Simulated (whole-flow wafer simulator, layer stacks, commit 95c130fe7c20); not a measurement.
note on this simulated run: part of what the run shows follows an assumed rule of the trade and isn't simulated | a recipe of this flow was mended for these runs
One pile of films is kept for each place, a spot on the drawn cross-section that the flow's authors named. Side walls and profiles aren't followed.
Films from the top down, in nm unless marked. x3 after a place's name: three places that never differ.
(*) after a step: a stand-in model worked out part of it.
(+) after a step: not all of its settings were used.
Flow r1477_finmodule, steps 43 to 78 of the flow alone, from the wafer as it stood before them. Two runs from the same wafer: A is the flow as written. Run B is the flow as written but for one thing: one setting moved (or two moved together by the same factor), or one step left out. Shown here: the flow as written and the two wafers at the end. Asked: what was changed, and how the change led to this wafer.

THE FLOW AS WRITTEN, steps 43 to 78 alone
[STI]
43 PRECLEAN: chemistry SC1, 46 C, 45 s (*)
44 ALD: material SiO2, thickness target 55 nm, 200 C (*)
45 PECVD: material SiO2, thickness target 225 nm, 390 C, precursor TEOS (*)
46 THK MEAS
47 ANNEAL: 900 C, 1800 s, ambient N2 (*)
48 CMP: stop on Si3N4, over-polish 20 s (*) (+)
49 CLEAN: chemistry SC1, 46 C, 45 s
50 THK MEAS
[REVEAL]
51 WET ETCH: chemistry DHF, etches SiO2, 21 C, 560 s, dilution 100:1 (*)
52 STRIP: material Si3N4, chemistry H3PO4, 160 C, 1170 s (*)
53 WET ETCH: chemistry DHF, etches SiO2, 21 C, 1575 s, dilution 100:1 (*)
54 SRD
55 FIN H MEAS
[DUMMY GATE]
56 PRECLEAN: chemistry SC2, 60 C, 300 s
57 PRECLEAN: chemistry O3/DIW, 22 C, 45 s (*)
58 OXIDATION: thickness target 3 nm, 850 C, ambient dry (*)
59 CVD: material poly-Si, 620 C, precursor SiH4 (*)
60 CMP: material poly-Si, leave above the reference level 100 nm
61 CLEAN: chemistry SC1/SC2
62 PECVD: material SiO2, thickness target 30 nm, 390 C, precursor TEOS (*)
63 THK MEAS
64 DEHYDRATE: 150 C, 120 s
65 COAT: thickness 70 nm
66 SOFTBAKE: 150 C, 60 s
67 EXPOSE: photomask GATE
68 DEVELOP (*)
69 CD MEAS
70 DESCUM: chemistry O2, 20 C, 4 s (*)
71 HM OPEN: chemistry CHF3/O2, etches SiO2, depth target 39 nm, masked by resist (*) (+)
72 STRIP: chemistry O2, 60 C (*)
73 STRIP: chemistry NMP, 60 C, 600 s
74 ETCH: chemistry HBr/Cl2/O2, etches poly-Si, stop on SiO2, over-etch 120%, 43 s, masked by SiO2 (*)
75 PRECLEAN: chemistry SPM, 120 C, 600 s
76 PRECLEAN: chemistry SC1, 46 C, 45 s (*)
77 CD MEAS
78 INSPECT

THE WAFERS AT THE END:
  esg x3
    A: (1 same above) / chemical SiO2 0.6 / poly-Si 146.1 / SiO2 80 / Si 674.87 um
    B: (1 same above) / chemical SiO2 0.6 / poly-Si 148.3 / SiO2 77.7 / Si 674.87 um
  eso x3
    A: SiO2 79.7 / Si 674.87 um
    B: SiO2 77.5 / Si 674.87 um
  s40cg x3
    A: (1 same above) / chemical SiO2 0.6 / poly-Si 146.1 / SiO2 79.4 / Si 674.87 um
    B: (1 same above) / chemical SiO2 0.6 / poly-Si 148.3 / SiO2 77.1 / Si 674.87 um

The cause: step 53, WET ETCH: 21.7 C was run, where the flow has 21 C.

How the change led to this, step by step:
  53 WET ETCH: chemistry DHF, etches SiO2, 21 C, 1575 s, dilution 100:1 (*)
      esg x3, e200sg, s40cg x3, s40sg x3, eso x3, e200so, s40co x3, s40so x3: A SiO2 -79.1 | B SiO2 -81.4
      pad, padg: A SiO2 -85.7 | B SiO2 -88.2
  60 CMP: material poly-Si, leave above the reference level 100 nm
      pad, padg: A poly-Si -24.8 | B poly-Si -22.3
